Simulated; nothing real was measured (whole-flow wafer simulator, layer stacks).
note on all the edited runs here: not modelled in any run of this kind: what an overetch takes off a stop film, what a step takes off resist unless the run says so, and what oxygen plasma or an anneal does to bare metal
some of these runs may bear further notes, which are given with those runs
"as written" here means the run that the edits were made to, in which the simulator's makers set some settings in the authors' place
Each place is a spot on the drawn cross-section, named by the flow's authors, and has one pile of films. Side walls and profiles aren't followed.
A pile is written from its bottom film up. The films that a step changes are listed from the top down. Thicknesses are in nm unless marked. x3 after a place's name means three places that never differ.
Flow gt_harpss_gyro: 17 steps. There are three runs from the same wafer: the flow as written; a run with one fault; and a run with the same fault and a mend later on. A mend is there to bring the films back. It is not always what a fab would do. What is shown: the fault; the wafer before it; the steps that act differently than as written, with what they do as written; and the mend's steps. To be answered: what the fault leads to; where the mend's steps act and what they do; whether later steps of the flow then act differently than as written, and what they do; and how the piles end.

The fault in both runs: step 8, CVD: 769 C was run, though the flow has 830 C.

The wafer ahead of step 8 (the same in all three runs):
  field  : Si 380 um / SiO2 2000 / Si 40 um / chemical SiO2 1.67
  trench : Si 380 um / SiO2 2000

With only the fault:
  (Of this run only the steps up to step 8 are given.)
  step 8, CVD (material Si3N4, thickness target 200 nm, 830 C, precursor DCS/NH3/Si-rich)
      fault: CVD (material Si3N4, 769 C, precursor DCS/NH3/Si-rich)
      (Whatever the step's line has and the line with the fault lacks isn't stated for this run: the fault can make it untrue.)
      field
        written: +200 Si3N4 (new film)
        fault: +99.2 Si3N4 (new film)
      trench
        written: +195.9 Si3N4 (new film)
        fault: +99.2 Si3N4 (new film)
  After step 8, at field, trench, the piles differ from the flow's by more than 2% or 0.5 nm, whichever is larger.
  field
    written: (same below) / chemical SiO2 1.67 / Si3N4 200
    fault: (same below) / chemical SiO2 1.67 / Si3N4 99.2
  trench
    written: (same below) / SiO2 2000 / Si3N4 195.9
    fault: (same below) / SiO2 2000 / Si3N4 99.2

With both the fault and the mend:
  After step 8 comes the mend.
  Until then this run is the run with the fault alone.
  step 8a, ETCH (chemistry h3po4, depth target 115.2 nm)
      field, trench
        -99.2 Si3N4 (all of it)
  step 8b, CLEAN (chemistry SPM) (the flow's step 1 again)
      leaves every film unchanged at each place that is followed
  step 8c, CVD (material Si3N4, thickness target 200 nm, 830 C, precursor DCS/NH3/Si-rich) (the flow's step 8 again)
      field
        +200 Si3N4 (new film)
      trench
        +195.9 Si3N4 (new film)
  None of the later steps of the flow acts differently than as written at any place that is followed.
  The piles end the same as the flow's at every place that both follow.
